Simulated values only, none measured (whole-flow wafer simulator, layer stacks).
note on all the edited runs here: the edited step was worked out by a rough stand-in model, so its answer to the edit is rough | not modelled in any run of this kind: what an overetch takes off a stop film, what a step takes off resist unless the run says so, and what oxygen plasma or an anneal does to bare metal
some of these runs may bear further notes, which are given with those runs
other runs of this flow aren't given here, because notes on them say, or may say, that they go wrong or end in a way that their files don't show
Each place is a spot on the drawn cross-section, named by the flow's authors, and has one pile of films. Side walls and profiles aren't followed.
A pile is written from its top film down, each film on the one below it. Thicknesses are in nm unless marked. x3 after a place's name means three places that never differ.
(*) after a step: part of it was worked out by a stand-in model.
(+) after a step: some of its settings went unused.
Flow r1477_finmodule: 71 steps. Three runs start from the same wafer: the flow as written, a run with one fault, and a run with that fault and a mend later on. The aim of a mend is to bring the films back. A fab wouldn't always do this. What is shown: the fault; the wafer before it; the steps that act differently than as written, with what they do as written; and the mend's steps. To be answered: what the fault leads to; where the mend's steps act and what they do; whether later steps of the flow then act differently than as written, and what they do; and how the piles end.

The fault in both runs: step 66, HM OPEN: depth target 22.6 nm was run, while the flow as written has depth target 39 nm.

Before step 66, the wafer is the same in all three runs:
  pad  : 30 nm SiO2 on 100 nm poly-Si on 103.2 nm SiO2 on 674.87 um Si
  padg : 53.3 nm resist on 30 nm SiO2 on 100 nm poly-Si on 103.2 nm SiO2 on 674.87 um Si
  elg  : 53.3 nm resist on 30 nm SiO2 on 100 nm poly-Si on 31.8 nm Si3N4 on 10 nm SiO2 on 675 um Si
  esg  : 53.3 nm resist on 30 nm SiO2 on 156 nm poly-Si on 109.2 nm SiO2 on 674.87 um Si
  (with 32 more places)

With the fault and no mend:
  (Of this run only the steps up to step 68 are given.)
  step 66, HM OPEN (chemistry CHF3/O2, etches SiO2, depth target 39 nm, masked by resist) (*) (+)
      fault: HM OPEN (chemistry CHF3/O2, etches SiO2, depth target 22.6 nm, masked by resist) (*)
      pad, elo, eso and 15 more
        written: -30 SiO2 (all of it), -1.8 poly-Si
        fault: -22.6 SiO2
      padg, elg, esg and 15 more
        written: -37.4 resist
        fault: -21.7 resist
  Steps later in the flow that act otherwise than as written:
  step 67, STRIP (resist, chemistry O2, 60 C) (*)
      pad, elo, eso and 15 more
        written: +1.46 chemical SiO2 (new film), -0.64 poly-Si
        fault: nothing
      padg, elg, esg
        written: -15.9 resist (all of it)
        fault: -31.6 resist (all of it)
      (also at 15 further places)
  The piles after step 68 differ from the flow's at pad, elo, eso and 15 more by more than 2% or 0.5 nm, whichever is larger.
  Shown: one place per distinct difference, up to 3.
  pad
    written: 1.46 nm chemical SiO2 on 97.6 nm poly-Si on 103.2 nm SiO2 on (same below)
    fault: 7.4 nm SiO2 on 100 nm poly-Si on 103.2 nm SiO2 on (same below)
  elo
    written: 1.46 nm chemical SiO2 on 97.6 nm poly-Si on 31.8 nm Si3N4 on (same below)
    fault: 7.4 nm SiO2 on 100 nm poly-Si on 31.8 nm Si3N4 on (same below)
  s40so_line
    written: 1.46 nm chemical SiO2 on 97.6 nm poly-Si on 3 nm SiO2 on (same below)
    fault: 7.4 nm SiO2 on 100 nm poly-Si on 3 nm SiO2 on (same below)

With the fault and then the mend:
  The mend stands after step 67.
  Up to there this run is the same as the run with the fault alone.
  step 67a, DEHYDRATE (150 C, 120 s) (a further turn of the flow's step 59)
      alters no film at any place that is followed
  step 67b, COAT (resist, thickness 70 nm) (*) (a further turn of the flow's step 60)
      e40lg, e100lg, e200lg, elo, e40lo, e100lo, e200lo
        +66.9 resist (new film)
      s40sg, s45sg, s40so, s45so
        +91 resist (new film)
      s40sg_line, s45sg_line, s40so_line, s45so_line
        +68.5 resist (new film)
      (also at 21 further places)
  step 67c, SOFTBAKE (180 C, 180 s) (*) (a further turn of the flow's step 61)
      alters no film at any place that is followed
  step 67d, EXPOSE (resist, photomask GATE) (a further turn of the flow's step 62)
      alters no film at any place that is followed
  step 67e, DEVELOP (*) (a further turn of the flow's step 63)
      elo, e40lo, e100lo, e200lo
        -66.9 resist (all of it)
      eso, e40so
        -129.5 resist (all of it)
      s40so, s45so
        -91 resist (all of it)
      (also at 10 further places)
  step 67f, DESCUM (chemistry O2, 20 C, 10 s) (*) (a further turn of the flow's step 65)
      padg, elg, esg and 15 more
        -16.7 resist
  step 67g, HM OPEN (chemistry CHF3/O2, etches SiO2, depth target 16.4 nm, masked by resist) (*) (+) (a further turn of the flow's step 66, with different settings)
      pad, elo, eso and 15 more
        -7.4 SiO2 (all of it), -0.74 poly-Si
      padg, elg, esg and 15 more
        -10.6 resist
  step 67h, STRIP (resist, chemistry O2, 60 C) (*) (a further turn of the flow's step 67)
      pad, elo, eso and 15 more
        +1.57 chemical SiO2 (new film), -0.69 poly-Si
      e40lg, e100lg, e200lg
        -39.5 resist (all of it)
      elg, esg
        -42.6 resist (all of it)
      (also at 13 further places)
  Later steps of the flow that are run all act as written at every place that is followed, up to a difference of at most 2% or 0.5 nm, whichever is larger.
  At the end the piles are close to the flow's at the places that both follow, differing by at most 2% or 0.5 nm, whichever is larger.
